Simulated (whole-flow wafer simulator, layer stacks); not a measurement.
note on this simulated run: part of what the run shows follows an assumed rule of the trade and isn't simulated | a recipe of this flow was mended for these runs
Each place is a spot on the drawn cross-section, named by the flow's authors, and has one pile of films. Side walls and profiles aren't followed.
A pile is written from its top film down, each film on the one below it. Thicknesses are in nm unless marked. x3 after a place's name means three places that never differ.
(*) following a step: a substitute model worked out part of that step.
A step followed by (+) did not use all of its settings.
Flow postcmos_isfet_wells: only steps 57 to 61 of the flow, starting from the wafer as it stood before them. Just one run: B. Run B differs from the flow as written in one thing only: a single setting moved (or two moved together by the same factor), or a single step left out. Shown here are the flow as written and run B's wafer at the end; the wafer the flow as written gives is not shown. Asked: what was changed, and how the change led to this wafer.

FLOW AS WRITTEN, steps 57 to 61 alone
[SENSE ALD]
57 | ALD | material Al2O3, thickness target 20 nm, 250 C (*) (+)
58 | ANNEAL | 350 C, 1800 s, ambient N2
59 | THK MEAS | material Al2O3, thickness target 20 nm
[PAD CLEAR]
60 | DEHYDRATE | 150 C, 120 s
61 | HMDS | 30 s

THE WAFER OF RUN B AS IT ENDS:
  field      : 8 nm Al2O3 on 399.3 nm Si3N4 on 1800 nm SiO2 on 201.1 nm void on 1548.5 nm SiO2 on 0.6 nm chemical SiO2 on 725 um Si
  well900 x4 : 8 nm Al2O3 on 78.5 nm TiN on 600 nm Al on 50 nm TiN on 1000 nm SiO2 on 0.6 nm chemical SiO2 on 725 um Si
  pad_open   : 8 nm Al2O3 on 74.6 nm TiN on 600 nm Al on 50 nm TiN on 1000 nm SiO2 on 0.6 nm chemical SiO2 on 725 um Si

What caused this: step 57, ALD: thickness target 8 nm was run, while the flow as written has thickness target 20 nm.
One can read it off the wafer: field has Al2O3 8, and step 57 as written asks for 20 nm.

Step by step, how the change led to this:
  57 | ALD | material Al2O3, thickness target 20 nm, 250 C (*) (+)
      field, margin x3, well900 x4, pad_open: +8 Al2O3 (new film) (it would be, as written: +20 Al2O3 (new film))
